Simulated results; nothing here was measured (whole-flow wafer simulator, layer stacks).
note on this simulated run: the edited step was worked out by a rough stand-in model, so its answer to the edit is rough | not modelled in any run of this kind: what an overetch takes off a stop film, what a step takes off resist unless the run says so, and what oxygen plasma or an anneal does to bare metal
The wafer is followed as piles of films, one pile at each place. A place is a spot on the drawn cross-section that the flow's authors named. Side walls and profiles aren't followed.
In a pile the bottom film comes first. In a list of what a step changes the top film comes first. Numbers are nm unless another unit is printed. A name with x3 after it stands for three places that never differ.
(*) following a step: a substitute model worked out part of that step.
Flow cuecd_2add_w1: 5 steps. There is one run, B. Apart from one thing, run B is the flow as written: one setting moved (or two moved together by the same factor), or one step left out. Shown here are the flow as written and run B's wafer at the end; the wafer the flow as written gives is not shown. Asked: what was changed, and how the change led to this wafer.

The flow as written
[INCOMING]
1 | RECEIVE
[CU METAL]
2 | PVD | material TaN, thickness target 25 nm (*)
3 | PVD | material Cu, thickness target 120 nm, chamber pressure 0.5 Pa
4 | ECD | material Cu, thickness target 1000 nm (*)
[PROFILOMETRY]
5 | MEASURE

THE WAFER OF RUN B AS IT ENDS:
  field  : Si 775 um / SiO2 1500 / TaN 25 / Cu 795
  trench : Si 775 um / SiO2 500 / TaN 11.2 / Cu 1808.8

The reason: step 4, ECD: thickness target 675 nm was run, while the flow as written has thickness target 1000 nm.

How this came from the change, step by step:
  4 | ECD | material Cu, thickness target 1000 nm (*)
      field: +675 Cu (as written it would have been: +1000 Cu)
      trench: +1755.2 Cu (as written it would have been: +2080.2 Cu)
